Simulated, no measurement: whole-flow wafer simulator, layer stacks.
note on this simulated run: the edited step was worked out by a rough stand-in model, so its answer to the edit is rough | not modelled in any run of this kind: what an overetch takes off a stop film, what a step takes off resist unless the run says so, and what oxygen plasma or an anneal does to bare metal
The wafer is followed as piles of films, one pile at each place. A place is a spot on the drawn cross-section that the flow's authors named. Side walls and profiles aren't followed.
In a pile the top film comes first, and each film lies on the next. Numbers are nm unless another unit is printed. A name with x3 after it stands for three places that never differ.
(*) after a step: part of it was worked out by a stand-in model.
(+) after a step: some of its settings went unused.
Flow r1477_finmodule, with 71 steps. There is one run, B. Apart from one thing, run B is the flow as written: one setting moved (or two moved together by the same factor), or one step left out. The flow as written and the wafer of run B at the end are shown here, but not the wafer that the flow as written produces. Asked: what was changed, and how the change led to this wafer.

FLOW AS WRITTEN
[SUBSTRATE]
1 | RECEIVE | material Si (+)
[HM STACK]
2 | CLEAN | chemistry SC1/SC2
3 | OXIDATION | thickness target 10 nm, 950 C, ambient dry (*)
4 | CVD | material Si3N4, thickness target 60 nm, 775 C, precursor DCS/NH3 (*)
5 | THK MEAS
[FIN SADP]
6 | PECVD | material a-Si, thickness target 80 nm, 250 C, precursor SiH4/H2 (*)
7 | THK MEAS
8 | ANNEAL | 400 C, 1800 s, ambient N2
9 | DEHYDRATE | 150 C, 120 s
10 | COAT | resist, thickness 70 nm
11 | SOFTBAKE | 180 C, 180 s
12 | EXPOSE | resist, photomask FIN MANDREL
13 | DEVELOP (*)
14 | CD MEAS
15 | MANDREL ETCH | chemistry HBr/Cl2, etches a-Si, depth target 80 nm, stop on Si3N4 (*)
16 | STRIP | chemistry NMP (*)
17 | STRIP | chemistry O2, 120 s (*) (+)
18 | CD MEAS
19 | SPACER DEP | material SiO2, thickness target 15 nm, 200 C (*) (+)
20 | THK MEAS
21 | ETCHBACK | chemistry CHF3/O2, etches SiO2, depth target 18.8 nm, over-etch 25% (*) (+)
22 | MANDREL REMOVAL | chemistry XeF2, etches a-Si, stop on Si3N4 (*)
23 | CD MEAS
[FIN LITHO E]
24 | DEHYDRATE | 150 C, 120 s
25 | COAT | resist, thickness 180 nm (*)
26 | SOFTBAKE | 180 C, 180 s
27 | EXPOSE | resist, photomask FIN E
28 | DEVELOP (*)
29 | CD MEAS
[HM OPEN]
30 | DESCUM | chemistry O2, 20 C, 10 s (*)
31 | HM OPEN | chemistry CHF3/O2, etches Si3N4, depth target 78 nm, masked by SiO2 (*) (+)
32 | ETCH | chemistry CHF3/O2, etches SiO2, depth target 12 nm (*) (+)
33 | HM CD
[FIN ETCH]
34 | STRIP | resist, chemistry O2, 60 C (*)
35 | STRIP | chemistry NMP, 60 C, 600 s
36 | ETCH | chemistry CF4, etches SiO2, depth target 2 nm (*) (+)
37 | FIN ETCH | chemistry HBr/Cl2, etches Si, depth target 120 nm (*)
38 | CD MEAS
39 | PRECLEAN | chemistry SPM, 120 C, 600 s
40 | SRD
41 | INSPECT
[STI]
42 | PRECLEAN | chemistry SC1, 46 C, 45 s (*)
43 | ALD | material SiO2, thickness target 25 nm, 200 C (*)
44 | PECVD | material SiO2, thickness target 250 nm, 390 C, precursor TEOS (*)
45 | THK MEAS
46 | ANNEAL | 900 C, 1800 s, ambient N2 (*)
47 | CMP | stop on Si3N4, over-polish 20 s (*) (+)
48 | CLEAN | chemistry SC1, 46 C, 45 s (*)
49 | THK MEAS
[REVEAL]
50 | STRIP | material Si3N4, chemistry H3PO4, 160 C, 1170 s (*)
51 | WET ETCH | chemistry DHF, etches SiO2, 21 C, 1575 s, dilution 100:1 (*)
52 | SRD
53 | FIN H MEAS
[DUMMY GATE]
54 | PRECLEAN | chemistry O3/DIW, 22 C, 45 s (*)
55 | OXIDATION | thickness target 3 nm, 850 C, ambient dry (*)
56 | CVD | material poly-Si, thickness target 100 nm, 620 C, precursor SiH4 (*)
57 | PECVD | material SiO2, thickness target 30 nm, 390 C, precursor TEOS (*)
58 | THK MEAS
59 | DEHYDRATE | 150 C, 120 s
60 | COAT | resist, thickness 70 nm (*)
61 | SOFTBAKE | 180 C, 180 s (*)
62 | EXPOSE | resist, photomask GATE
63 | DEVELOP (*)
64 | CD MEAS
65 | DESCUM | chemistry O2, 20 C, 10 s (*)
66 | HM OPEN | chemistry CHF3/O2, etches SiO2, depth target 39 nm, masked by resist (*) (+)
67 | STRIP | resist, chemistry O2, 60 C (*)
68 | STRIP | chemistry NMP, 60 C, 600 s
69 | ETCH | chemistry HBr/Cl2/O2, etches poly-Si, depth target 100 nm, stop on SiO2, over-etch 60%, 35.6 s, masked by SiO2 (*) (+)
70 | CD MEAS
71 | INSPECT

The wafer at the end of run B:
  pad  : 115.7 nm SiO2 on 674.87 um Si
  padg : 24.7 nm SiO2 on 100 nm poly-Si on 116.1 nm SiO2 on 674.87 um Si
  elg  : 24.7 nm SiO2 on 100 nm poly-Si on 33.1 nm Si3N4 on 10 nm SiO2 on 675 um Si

Cause: step 51, WET ETCH: 17.07 C was run, whereas the flow has 21 C.

How this came from the change, step by step:
  51 | WET ETCH | chemistry DHF, etches SiO2, 21 C, 1575 s, dilution 100:1 (*)
      pad, padg, e40sg and 12 more: SiO2 loses 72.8 (as written it would have been: SiO2 loses 85.7)
      elg, e40lg, e100lg, e200lg, elo, e40lo, e100lo, e200lo: SiO2 loses 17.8 (all of it), Si3N4 loses 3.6 (as written it would have been: SiO2 loses 17.8 (all of it), Si3N4 loses 4.97)
      (also at 7 further places)
  56 | CVD | material poly-Si, thickness target 100 nm, 620 C, precursor SiH4 (*)
      s40cg, s40co: poly-Si gains 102 (new film) (as written it would have been: poly-Si gains 113.9 (new film))
      s45cg, s45co: poly-Si gains 101.5 (new film) (as written it would have been: poly-Si gains 113.4 (new film))
      (also at 3 further places)
  60 | COAT | resist, thickness 70 nm (*)
      e40sg, eso, e40so: resist gains 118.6 (new film) (as written it would have been: resist gains 129.5 (new film))
      e100sg, e100so: resist gains 118.5 (new film) (as written it would have been: resist gains 129.4 (new film))
      (also at 8 further places)
  63 | DEVELOP (*)
      eso, e40so: resist loses 118.6 (all of it) (as written it would have been: resist loses 129.5 (all of it))
      e100so: resist loses 118.5 (all of it) (as written it would have been: resist loses 129.4 (all of it))
      (also at 4 further places)
  67 | STRIP | resist, chemistry O2, 60 C (*)
      e40sg: resist loses 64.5 (all of it) (as written it would have been: resist loses 75.4 (all of it))
      e100sg: resist loses 64.4 (all of it) (as written it would have been: resist loses 75.3 (all of it))
      (also at 5 further places)
  69 | ETCH | chemistry HBr/Cl2/O2, etches poly-Si, depth target 100 nm, stop on SiO2, over-etch 60%, 35.6 s, masked by SiO2 (*) (+)
      s40co: chemical SiO2 loses 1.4 (all of it), poly-Si loses 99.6 (all of it), SiO2 loses 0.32 (as written it would have been: chemical SiO2 loses 1.46 (all of it), poly-Si loses 111.5 (all of it), SiO2 loses 0.24)
      s45co: chemical SiO2 loses 1.4 (all of it), poly-Si loses 99.1 (all of it), SiO2 loses 0.35 (as written it would have been: chemical SiO2 loses 1.46 (all of it), poly-Si loses 110.9 (all of it), SiO2 loses 0.25)
      (also at 1 further place)
